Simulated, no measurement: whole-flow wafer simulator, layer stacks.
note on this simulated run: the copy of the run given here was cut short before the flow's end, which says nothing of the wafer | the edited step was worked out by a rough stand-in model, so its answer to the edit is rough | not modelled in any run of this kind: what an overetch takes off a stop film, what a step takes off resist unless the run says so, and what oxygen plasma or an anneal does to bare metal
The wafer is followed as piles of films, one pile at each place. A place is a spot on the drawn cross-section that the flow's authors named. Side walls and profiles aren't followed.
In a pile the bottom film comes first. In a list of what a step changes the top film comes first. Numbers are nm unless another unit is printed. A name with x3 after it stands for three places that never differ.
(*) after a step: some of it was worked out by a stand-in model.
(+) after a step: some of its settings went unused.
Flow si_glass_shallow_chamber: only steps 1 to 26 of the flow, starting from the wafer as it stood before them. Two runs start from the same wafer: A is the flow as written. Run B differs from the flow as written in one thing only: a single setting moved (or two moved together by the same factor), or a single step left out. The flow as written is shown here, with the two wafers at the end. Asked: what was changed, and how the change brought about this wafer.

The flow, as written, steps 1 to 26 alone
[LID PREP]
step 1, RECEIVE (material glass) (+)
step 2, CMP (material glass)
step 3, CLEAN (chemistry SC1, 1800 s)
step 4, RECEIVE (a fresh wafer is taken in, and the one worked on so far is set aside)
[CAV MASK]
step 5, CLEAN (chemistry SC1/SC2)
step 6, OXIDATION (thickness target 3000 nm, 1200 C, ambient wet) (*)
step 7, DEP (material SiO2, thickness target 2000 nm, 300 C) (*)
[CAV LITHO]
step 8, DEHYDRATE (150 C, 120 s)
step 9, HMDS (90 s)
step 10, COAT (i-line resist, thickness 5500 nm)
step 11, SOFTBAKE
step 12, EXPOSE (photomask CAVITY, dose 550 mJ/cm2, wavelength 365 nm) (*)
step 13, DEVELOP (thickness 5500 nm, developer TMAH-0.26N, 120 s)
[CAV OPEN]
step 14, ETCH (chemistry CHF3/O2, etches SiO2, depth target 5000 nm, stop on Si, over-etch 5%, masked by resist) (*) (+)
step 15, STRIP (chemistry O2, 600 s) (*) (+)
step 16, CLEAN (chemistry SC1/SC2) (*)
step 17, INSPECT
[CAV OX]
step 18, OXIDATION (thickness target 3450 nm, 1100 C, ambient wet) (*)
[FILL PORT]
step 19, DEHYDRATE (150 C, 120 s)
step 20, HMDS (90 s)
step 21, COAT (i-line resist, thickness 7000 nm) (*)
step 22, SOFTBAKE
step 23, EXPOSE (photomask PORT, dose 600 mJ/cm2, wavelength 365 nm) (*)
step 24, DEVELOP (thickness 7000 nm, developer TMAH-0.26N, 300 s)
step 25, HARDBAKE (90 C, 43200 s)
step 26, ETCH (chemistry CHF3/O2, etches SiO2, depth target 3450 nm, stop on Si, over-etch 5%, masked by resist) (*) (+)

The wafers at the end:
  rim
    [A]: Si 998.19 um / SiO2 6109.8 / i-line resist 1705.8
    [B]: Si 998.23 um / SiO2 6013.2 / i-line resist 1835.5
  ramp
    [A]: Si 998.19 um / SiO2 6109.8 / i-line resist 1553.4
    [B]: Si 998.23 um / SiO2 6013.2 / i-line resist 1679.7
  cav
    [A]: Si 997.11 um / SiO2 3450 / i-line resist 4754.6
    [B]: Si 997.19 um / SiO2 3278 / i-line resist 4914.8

Cause: step 18, OXIDATION: thickness target 3278 nm was run, while the flow as written has thickness target 3450 nm.
One can read it off the wafer: cav has SiO2 3278, and step 18 as written asks for 3450 nm.

Step by step, how the change led to this:
  step 18, OXIDATION (thickness target 3450 nm, 1100 C, ambient wet) (*)
      rim, ramp, septum, ring: A SiO2 gains 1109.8, Si loses 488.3 | B SiO2 gains 1013.2, Si loses 445.8
      cav, port: A SiO2 gains 3450 (new film), chemical SiO2 loses 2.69 (all of it), Si loses 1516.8 | B SiO2 gains 3278 (new film), chemical SiO2 loses 2.69 (all of it), Si loses 1441.1
  step 26, ETCH (chemistry CHF3/O2, etches SiO2, depth target 3450 nm, stop on Si, over-etch 5%, masked by resist) (*) (+)
      rim, ramp, cav, ring: A i-line resist loses 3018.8 | B i-line resist loses 2868.2
      port: A SiO2 loses 3450 (all of it), Si loses 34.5 | B SiO2 loses 3278 (all of it), Si loses 68.9
      (and at 1 other place as well)
